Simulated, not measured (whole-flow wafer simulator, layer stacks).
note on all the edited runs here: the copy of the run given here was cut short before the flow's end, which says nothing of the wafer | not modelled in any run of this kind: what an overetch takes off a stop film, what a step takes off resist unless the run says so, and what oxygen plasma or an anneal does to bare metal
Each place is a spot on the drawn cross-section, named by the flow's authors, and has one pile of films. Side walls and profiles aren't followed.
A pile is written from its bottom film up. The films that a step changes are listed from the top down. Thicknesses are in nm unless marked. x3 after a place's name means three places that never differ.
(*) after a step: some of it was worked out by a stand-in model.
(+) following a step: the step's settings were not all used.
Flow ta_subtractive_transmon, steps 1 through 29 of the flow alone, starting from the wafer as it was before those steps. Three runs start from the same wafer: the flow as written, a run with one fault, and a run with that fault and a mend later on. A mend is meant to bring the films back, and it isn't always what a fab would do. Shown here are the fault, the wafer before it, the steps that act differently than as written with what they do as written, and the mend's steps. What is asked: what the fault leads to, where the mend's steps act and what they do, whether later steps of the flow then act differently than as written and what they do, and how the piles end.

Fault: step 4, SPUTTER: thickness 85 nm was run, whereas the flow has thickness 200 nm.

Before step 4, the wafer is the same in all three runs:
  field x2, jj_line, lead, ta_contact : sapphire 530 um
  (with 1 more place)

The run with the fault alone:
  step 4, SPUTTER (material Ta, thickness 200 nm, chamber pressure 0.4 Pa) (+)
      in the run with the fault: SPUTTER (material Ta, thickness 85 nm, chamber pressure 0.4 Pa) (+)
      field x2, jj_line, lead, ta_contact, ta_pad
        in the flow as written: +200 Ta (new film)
        in the run with the fault: +85 Ta (new film)
  Later steps of the flow acting differently than as written:
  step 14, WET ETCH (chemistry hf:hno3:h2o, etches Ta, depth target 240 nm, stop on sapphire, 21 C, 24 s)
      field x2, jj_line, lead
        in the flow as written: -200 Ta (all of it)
        in the run with the fault: -85 Ta (all of it)
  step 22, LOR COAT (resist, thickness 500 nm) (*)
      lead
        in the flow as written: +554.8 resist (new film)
        in the run with the fault: +524.2 resist (new film)
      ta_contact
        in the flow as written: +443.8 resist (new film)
        in the run with the fault: +474.9 resist (new film)
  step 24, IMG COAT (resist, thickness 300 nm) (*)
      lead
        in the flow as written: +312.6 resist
        in the run with the fault: +305.3 resist
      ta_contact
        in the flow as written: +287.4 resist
        in the run with the fault: +294.8 resist
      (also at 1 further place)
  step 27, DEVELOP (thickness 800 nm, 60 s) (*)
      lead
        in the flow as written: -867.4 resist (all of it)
        in the run with the fault: -829.5 resist (all of it)
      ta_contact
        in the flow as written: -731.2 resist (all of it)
        in the run with the fault: -769.7 resist (all of it)
  By the end, the piles at ta_contact, ta_pad depart from the flow's by more than 2% or 0.5 nm, whichever is larger.
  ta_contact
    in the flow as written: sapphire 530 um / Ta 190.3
    in the run with the fault: sapphire 530 um / Ta 75.3
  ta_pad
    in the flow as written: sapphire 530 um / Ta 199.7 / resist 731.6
    in the run with the fault: sapphire 530 um / Ta 84.7 / resist 750.6

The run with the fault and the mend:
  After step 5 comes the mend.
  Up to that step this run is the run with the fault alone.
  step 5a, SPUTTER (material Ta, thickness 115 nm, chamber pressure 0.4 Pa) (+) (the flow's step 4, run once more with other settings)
      field x2, jj_line, lead, ta_contact, ta_pad
        +115 Ta
  Later steps of the flow that are run all act as written at every place that is followed.
  The piles end the same as the flow's at every place that both follow.
